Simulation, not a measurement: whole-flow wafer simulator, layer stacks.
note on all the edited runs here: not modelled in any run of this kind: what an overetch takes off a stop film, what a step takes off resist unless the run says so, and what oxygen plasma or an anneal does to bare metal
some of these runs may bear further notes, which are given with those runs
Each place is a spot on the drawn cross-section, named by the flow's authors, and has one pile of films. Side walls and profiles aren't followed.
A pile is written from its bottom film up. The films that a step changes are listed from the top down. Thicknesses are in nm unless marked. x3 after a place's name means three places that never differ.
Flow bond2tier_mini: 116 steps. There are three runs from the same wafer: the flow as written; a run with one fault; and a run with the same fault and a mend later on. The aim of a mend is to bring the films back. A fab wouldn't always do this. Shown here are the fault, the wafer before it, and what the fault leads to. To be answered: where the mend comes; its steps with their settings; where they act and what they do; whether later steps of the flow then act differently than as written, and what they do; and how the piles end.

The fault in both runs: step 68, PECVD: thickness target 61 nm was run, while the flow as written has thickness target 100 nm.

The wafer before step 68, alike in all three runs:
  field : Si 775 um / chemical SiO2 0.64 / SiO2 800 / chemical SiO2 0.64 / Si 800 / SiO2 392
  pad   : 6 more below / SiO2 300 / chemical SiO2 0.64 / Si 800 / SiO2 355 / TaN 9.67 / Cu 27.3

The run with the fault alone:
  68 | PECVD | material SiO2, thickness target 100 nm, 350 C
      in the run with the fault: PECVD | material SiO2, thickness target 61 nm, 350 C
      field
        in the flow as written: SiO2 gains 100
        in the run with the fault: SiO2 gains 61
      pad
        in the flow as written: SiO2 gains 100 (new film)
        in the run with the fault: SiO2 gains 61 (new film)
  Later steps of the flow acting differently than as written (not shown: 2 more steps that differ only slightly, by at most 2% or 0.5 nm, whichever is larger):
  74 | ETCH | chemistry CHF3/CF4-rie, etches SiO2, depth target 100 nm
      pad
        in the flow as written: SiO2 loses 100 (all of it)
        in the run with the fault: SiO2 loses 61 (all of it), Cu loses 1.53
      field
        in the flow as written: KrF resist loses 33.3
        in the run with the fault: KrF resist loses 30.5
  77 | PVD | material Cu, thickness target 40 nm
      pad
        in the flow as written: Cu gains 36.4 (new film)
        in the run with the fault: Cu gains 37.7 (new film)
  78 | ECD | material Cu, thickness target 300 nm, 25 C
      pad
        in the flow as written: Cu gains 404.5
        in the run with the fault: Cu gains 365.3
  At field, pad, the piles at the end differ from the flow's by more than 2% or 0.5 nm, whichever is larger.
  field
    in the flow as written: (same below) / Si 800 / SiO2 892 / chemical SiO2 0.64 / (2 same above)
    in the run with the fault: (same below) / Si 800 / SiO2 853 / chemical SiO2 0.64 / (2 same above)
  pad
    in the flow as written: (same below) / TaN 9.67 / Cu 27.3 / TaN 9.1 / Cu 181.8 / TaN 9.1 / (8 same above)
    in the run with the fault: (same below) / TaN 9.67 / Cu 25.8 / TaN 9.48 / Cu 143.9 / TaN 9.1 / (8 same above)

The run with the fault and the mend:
  The mend follows step 68.
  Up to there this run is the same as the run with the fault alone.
  68a | PECVD | material SiO2, thickness target 39 nm, 350 C (a further turn of the flow's step 68, with different settings)
      field, pad
        SiO2 gains 39
  Later steps of the flow that are run all act as written at every place that is followed.
  The piles end the same as the flow's at every place that both follow.
